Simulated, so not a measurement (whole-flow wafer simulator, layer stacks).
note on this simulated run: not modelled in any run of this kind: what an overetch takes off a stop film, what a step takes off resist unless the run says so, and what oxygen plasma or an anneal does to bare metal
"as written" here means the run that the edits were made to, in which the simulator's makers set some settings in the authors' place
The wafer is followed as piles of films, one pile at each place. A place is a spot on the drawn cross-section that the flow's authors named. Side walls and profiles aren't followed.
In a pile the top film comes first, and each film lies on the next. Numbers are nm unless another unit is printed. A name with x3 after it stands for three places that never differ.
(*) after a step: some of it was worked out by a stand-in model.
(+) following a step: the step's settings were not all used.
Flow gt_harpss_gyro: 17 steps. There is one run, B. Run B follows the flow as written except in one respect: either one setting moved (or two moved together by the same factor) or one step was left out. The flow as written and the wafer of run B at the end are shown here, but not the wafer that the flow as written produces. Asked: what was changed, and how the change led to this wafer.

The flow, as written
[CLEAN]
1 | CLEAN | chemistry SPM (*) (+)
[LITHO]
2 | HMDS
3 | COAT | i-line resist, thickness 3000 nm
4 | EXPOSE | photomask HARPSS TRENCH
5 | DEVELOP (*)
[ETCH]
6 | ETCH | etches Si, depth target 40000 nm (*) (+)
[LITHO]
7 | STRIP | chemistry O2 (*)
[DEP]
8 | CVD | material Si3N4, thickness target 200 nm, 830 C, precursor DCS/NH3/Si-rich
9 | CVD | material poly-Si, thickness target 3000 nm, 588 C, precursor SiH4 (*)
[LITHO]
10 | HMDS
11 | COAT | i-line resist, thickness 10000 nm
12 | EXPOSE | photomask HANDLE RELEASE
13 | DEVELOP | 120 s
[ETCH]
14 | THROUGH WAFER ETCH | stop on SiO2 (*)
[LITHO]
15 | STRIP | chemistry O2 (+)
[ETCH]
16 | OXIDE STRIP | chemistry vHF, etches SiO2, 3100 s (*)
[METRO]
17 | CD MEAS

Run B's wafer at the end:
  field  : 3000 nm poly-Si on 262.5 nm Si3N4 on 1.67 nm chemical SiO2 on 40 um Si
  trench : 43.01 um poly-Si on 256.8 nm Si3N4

The reason: step 8, CVD: thickness target 262.5 nm was run, whereas the flow has thickness target 200 nm.
One can read it off the wafer: field has Si3N4 262.5, and step 8 as written asks for 200 nm.

How this came from the change, step by step:
  8 | CVD | material Si3N4, thickness target 200 nm, 830 C, precursor DCS/NH3/Si-rich
      field: Si3N4 gains 262.5 (new film) (it would be, as written: Si3N4 gains 200 (new film))
      trench: Si3N4 gains 256.8 (new film) (it would be, as written: Si3N4 gains 195.9 (new film))
